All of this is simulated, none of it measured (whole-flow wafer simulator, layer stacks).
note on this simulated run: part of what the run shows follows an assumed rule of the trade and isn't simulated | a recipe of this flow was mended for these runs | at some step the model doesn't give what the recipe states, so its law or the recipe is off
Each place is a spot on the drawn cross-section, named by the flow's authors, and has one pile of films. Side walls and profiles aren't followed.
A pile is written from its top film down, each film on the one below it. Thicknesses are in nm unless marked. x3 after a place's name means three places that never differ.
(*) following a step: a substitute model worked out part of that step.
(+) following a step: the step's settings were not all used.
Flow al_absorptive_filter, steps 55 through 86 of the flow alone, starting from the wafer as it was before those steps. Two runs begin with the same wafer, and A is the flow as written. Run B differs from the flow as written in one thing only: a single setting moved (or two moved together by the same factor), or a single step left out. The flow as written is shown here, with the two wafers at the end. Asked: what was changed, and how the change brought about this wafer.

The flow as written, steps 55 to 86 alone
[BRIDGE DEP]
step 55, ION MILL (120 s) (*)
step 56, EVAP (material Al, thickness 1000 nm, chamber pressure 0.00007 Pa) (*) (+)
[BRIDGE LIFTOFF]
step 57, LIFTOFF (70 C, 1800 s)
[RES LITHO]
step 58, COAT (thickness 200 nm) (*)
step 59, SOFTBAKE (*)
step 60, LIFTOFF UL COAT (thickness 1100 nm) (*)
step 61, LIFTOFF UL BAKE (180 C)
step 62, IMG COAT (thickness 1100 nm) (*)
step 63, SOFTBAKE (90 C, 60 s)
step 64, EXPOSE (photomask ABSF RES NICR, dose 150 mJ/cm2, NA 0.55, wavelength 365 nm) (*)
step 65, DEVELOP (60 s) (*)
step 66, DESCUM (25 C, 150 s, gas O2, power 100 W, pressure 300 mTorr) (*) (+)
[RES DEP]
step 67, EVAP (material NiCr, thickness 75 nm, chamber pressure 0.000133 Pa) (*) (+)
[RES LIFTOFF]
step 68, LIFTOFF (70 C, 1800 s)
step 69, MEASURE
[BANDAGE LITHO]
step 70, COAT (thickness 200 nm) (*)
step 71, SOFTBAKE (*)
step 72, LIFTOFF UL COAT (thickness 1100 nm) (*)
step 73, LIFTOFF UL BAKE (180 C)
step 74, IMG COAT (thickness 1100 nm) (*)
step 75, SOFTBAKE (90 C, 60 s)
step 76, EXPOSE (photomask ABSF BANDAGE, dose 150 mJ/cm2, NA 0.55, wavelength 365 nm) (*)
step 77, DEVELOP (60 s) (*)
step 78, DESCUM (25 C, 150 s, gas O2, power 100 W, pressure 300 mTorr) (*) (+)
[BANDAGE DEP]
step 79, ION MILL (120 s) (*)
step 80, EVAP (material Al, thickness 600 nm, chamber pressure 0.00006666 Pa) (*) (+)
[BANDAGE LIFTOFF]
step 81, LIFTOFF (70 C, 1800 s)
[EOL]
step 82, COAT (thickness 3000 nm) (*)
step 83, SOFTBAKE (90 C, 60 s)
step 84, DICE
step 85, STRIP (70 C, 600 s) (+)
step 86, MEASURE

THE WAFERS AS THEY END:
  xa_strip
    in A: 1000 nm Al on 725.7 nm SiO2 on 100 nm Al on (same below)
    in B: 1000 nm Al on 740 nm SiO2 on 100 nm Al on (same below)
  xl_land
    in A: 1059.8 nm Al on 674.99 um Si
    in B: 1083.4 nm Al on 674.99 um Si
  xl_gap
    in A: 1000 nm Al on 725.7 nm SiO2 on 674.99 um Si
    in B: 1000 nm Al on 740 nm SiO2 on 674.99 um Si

The reason: step 55, ION MILL: 49.5 s was run, whereas the flow has 120 s.

Step by step, how the change led to this:
  step 55, ION MILL (120 s) (*)
      gnd, pad_far, pad_near and 7 more: A i-line-resist loses 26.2 | B i-line-resist loses 10.8
      xa_strip, xl_gap, xl_turn: A SiO2 loses 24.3 | B SiO2 loses 10
      (as well as at 1 more place)
